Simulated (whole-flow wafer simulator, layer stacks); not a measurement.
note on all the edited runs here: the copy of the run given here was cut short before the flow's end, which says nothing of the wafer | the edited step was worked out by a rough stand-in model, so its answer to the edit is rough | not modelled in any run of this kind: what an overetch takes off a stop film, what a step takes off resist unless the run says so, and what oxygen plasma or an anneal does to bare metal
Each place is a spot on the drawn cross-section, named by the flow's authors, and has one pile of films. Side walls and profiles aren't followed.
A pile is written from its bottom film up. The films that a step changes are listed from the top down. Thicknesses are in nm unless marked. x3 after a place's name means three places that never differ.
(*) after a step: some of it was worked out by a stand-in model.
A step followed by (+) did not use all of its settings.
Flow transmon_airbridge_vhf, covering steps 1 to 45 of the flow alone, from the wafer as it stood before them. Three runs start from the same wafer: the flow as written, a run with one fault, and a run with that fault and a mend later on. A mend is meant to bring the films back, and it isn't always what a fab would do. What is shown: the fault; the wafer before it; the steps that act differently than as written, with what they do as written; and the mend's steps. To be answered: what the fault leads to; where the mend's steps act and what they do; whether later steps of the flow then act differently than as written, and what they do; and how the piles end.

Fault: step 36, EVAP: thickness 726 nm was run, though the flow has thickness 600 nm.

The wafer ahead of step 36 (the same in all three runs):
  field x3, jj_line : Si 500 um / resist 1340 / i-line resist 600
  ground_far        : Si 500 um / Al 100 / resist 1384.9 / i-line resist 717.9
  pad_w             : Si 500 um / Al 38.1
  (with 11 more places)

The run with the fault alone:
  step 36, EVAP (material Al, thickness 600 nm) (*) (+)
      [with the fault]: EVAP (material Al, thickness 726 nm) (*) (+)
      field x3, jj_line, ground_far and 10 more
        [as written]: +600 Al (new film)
        [with the fault]: +726 Al (new film)
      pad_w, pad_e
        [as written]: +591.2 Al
        [with the fault]: +715.4 Al
  Steps further on in the flow that do not act as written:
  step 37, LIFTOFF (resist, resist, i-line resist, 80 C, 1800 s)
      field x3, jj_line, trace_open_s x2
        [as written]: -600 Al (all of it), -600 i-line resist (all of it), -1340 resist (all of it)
        [with the fault]: -726 Al (all of it), -600 i-line resist (all of it), -1340 resist (all of it)
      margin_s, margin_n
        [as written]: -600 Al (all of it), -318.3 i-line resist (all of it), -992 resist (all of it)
        [with the fault]: -726 Al (all of it), -318.3 i-line resist (all of it), -992 resist (all of it)
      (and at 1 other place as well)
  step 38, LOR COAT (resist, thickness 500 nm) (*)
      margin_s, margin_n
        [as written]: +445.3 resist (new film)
        [with the fault]: +454.8 resist (new film)
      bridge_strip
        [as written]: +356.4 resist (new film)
        [with the fault]: +344.8 resist (new film)
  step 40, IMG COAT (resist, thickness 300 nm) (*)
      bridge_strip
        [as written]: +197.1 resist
        [with the fault]: +189.6 resist
  At pad_w, flank_w, gap_w, cpw_trace, gap_e, flank_e, pad_e, bridge_strip, the piles at the end differ from the flow's by more than 2% or 0.5 nm, whichever is larger.
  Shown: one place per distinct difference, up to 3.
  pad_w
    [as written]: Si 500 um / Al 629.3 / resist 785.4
    [with the fault]: Si 500 um / Al 753.5 / resist 771.4
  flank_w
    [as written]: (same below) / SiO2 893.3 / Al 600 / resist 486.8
    [with the fault]: (same below) / SiO2 893.3 / Al 726 / resist 479.6
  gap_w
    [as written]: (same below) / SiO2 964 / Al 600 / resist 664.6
    [with the fault]: (same below) / SiO2 964 / Al 726 / resist 655.3

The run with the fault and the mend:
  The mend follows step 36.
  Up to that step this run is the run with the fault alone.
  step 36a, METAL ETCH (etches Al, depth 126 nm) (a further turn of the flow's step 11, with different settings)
      field x3, jj_line, ground_far and 12 more
        -126 Al
  Later steps of the flow that are run all act as written at every place that is followed, up to a difference of at most 2% or 0.5 nm, whichever is larger.
  At the end the piles are close to the flow's at the places that both follow, differing by at most 2% or 0.5 nm, whichever is larger.
